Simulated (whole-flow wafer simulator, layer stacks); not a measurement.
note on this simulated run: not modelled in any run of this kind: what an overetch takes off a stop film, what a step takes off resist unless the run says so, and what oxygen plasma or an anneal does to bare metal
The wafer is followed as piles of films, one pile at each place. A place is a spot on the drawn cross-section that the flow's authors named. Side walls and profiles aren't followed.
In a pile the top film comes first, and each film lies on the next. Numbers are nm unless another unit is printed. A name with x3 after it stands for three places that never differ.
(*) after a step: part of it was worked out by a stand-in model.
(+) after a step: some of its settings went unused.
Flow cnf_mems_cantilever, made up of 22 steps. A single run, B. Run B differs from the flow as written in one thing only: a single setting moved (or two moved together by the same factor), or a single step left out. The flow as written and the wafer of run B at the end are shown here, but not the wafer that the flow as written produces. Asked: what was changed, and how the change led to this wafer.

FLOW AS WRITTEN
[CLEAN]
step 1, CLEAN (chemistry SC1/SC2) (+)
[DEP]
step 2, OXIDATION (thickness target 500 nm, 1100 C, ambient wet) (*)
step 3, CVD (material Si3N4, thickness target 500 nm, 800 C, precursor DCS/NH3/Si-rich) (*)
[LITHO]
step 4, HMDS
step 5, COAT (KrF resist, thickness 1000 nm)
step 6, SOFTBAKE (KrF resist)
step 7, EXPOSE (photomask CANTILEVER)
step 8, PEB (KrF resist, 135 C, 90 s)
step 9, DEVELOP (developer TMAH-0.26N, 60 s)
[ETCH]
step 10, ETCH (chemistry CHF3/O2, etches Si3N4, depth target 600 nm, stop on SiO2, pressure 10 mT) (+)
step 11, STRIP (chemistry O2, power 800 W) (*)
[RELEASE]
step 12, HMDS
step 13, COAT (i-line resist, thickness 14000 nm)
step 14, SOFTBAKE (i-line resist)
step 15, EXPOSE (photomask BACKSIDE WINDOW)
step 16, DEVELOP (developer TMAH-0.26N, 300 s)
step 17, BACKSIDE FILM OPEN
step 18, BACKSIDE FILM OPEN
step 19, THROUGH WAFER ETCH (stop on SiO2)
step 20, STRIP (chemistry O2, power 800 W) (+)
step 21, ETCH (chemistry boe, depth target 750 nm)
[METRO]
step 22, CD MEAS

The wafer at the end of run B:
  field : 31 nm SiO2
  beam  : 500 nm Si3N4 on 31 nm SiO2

The reason: step 21, ETCH: depth target 469 nm was run, whereas the flow has depth target 750 nm.

Step by step, how the change led to this:
  step 21, ETCH (chemistry boe, depth target 750 nm)
      field: SiO2 loses 469 (it would be, as written: SiO2 loses 500 (all of it))
      beam: under 1 film: SiO2 loses 469 (it would be, as written: under 1 film: SiO2 loses 500 (all of it))
